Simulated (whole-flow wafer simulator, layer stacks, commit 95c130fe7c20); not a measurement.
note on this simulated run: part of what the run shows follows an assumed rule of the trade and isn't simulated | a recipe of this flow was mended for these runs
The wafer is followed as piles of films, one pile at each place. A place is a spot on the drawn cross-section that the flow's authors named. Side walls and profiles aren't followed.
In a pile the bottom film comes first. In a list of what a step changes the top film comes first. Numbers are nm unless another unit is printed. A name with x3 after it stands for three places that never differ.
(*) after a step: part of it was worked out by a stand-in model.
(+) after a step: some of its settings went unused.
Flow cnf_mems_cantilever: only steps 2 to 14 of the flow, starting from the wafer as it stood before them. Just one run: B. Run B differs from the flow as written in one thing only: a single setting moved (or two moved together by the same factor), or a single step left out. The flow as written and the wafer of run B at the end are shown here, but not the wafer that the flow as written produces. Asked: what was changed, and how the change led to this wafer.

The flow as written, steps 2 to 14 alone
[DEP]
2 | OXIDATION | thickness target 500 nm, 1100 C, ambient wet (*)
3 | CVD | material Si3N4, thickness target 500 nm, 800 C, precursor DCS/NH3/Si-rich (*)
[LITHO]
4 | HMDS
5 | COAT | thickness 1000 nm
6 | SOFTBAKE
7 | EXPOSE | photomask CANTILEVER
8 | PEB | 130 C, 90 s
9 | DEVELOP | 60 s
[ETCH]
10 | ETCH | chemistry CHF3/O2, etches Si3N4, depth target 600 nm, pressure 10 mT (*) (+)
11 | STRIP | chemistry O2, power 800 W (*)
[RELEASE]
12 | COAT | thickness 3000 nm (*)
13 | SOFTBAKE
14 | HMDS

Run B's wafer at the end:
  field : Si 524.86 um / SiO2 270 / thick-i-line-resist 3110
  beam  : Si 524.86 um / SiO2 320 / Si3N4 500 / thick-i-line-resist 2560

What caused this: step 2, OXIDATION: thickness target 320 nm was run, whereas the flow has thickness target 500 nm.
The wafer lets one read it off: beam has SiO2 320, and step 2 as written asks for 500 nm.

Step by step, how the change led to this:
  2 | OXIDATION | thickness target 500 nm, 1100 C, ambient wet (*)
      field, beam: +320 SiO2 (new film), -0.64 chemical SiO2 (all of it), -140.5 Si (in the flow as written it would be: +500 SiO2 (new film), -0.64 chemical SiO2 (all of it), -219.7 Si)
